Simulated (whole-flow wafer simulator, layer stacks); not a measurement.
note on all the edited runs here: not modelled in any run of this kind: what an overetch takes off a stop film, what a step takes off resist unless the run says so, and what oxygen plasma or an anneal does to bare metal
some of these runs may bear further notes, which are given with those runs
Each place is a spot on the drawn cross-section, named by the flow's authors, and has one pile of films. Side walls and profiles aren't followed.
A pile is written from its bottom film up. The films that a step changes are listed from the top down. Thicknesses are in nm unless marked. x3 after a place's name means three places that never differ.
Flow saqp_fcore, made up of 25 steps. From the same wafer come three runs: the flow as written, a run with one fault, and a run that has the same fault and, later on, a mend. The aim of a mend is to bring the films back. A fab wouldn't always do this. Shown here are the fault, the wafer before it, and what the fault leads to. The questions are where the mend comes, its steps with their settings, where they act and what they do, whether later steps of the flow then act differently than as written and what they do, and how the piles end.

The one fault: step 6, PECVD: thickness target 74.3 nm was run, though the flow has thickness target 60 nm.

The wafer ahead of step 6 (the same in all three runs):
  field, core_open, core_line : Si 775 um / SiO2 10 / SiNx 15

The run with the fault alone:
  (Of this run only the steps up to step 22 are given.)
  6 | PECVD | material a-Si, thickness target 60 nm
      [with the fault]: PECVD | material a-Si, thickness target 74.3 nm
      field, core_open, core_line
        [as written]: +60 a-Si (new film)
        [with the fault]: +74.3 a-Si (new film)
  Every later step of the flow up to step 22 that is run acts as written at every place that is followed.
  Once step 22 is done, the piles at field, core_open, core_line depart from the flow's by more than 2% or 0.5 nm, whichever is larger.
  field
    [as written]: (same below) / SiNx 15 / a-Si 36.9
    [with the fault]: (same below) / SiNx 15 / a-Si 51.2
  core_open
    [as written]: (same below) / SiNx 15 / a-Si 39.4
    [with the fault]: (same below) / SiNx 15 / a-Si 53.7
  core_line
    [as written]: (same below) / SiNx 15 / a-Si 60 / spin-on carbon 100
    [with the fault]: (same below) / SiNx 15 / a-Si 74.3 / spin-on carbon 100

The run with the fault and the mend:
  The mend follows step 7.
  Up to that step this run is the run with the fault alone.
  7a | ETCH | chemistry tmah, depth target 85.44 nm
      field, core_open, core_line
        -74.3 a-Si (all of it)
  7b | PECVD | material a-Si, thickness target 60 nm (a further turn of the flow's step 6)
      field, core_open, core_line
        +60 a-Si (new film)
  Every later step of the flow that is run acts as written at every place that is followed.
  By the end, the piles equal the flow's at every place that both follow.
